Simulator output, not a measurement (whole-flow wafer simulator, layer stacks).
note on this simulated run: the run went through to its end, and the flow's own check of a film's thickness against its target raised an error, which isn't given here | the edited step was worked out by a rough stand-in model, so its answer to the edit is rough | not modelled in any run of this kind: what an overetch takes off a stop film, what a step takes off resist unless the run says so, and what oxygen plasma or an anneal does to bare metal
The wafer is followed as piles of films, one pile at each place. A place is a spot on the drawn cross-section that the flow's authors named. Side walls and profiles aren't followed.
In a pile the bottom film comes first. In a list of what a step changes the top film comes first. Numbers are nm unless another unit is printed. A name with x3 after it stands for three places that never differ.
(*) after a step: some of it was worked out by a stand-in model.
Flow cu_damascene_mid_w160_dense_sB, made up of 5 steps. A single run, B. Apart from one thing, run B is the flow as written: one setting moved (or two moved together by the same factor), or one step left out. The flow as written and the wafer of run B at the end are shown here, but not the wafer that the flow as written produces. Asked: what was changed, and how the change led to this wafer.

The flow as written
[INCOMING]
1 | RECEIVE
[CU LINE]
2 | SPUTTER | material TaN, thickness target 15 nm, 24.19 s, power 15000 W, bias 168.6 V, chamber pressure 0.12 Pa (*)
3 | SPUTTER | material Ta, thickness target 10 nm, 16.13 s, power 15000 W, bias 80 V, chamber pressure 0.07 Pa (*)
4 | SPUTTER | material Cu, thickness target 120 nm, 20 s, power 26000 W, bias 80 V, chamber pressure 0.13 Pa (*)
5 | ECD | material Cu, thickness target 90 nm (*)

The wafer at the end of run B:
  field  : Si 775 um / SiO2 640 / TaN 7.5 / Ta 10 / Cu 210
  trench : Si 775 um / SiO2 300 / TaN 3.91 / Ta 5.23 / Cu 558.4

The reason: step 2, SPUTTER: thickness target 7.5 nm was run, while the flow as written has thickness target 15 nm; step 2, SPUTTER: 12.1 s was run, where the flow has 24.19 s.
The wafer lets one read it off: field has TaN 7.5, and step 2 as written asks for 15 nm.

The path from the change to this, step by step:
  2 | SPUTTER | material TaN, thickness target 15 nm, 24.19 s, power 15000 W, bias 168.6 V, chamber pressure 0.12 Pa (*)
      field: TaN gains 7.5 (new film) (it would be, as written: TaN gains 15 (new film))
      trench: TaN gains 3.91 (new film) (it would be, as written: TaN gains 7.82 (new film))
